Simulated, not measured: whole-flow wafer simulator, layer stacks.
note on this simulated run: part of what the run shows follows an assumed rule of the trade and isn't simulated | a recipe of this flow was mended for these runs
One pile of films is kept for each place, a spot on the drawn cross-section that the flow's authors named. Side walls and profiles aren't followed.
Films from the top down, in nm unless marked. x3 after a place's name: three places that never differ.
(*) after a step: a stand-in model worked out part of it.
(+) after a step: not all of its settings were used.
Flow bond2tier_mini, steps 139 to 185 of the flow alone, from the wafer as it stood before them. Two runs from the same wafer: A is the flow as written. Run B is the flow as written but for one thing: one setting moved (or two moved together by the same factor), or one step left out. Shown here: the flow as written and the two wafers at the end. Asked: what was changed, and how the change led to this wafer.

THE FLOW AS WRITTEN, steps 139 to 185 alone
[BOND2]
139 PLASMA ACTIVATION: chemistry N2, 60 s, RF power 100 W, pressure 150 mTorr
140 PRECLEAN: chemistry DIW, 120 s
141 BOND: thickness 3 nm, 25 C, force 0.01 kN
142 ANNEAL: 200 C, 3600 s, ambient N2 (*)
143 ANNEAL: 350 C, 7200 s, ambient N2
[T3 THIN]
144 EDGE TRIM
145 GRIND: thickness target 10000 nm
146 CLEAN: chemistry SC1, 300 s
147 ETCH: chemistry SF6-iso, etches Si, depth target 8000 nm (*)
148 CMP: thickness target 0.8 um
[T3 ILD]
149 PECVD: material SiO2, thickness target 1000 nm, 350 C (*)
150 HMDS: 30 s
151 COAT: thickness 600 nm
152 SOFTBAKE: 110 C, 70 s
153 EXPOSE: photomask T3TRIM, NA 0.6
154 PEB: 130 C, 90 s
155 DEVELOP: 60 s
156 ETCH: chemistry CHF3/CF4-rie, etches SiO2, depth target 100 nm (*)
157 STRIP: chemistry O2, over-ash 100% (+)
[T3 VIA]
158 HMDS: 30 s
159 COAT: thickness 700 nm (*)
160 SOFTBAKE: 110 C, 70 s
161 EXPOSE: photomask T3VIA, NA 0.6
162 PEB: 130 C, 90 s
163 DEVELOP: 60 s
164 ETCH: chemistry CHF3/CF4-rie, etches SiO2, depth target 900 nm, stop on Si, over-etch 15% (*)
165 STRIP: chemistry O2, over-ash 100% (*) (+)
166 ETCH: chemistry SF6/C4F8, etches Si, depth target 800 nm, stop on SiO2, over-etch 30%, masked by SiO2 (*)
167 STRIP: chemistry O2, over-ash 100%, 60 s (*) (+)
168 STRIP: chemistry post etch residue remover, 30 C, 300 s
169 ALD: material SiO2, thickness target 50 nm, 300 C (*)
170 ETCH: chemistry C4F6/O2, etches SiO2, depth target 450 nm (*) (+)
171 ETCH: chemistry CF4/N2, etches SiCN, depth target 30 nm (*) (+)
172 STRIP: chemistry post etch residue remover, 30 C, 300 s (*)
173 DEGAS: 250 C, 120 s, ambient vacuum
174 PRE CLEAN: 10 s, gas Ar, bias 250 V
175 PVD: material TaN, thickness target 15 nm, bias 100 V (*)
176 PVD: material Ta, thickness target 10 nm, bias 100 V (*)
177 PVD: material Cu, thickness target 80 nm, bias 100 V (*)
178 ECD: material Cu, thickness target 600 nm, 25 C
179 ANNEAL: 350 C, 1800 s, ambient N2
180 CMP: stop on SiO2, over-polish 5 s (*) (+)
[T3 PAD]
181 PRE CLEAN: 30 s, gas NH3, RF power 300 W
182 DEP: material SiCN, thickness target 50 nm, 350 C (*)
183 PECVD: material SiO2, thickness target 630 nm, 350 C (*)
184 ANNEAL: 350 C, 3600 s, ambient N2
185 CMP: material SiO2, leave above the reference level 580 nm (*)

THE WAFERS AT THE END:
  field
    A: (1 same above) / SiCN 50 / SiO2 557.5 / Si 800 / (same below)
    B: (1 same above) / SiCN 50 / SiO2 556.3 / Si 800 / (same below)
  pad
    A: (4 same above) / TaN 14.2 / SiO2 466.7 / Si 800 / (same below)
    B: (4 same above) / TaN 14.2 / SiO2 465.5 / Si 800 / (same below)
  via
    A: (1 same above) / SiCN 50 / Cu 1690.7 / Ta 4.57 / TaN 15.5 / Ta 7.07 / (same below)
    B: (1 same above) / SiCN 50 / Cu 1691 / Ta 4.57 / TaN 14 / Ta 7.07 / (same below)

The cause: step 174, PRE CLEAN: 14 s was run, where the flow has 10 s.

How the change led to this, step by step:
  174 PRE CLEAN: 10 s, gas Ar, bias 250 V
      field, pad: A SiO2 -3 | B SiO2 -4.2
      via: A TaN -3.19 | B TaN -4.74
